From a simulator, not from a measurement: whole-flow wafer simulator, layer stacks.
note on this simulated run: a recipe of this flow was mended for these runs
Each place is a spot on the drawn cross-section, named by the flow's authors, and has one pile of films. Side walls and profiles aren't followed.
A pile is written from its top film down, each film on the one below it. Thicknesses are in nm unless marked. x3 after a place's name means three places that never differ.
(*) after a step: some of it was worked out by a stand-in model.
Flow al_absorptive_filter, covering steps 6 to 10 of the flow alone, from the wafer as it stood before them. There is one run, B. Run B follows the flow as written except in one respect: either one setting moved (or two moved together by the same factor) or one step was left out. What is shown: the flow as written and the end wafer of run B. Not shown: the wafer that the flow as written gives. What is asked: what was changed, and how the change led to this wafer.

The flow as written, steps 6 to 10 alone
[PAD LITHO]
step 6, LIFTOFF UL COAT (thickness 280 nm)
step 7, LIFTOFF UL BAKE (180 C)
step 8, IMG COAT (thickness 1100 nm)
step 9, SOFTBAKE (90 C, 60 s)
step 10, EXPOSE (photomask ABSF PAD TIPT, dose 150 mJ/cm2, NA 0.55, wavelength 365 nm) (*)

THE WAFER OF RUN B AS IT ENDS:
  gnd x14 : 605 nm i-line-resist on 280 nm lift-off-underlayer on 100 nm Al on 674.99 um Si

Cause: step 8, IMG COAT: thickness 605 nm was run, though the flow has thickness 1100 nm.
One can read it off the wafer: gnd x14 has i-line-resist 605, and step 8 as written asks for 1100 nm.

Step by step, how the change led to this:
  step 8, IMG COAT (thickness 1100 nm)
      gnd x14: +605 i-line-resist (new film) (in the flow as written it would be: +1100 i-line-resist (new film))
